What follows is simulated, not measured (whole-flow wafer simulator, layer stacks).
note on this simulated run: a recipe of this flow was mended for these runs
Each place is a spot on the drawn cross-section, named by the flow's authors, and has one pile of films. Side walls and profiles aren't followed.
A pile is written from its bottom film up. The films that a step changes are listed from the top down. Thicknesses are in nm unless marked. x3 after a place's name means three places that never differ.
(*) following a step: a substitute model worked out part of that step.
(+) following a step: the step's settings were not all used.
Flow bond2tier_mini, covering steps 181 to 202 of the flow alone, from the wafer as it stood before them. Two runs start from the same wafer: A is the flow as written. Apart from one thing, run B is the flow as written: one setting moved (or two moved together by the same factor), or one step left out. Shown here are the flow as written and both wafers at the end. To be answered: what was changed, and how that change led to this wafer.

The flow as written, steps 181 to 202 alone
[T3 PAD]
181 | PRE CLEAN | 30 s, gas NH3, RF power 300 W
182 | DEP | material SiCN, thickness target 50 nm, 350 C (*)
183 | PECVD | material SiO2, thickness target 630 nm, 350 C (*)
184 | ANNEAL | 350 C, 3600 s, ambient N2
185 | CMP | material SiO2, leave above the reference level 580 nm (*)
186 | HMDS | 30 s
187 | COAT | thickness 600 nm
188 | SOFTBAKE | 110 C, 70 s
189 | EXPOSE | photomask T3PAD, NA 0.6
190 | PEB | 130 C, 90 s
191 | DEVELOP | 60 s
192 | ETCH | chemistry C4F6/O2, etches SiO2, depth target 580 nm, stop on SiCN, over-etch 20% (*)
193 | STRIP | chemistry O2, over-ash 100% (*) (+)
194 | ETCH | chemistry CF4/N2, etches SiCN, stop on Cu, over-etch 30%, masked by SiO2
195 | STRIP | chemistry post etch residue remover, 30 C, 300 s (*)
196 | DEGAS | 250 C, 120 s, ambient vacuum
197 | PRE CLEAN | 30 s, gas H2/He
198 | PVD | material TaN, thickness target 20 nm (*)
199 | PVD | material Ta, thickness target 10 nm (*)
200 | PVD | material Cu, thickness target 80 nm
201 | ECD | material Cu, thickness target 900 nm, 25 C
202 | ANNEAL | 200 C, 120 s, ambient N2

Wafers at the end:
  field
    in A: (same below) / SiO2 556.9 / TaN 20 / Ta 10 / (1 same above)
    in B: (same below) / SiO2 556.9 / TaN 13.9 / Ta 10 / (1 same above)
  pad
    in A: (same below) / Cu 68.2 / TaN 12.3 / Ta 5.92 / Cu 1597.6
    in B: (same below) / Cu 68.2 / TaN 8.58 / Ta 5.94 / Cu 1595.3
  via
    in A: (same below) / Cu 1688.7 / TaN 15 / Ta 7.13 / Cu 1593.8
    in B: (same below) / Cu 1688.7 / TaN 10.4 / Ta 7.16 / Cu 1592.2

The reason: step 198, PVD: thickness target 13.9 nm was run, whereas the flow has thickness target 20 nm.
The wafer itself shows it: field has TaN 13.9, and step 198 as written asks for 20 nm.

Step by step, how the change led to this:
  198 | PVD | material TaN, thickness target 20 nm (*)
      field: A +20 TaN (new film) | B +13.9 TaN (new film)
      pad: A +12.3 TaN (new film) | B +8.58 TaN (new film)
      (as well as at 1 more place)
